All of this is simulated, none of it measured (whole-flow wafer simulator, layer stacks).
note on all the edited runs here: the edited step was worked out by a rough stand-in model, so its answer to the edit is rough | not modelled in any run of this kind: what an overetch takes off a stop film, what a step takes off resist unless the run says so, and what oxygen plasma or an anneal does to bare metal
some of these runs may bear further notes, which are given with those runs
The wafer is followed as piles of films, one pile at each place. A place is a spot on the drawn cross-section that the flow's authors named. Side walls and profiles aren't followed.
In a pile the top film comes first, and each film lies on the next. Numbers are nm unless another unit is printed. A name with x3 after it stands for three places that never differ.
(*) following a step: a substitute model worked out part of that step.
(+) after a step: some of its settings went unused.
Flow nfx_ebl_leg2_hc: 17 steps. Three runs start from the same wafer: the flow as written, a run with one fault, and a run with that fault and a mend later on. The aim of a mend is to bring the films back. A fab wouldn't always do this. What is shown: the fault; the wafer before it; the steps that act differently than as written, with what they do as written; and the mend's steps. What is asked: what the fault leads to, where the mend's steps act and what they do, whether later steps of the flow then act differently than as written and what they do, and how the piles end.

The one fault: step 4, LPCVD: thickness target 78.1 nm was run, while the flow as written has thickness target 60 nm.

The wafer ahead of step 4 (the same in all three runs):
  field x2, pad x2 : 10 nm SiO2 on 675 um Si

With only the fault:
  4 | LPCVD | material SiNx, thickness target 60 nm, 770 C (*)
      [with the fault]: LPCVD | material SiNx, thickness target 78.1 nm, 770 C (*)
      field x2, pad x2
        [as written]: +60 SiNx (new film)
        [with the fault]: +78.1 SiNx (new film)
  Later steps of the flow acting differently than as written:
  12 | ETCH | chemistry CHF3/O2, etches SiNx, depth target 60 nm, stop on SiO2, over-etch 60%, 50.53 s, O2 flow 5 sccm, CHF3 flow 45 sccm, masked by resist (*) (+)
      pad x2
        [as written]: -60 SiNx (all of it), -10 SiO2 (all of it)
        [with the fault]: -78.1 SiNx (all of it), -8.95 SiO2
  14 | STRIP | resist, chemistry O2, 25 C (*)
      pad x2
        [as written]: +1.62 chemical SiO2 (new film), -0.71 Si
        [with the fault]: nothing
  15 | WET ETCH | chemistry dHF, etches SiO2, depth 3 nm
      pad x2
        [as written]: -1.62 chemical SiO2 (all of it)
        [with the fault]: -1.05 SiO2 (all of it)
  At field x2, the piles at the end differ from the flow's by more than 2% or 0.5 nm, whichever is larger.
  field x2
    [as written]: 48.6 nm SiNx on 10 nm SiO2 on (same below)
    [with the fault]: 66.7 nm SiNx on 10 nm SiO2 on (same below)

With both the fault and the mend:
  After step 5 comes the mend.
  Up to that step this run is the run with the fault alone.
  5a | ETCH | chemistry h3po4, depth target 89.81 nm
      field x2, pad x2
        -78.1 SiNx (all of it)
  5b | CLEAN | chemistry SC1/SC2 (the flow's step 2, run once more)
      alters no film at any place that is followed
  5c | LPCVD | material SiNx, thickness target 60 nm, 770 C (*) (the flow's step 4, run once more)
      field x2, pad x2
        +60 SiNx (new film)
  Every later step of the flow that is run acts as written at every place that is followed.
  At every place that both follow, the piles at the end match the flow's.
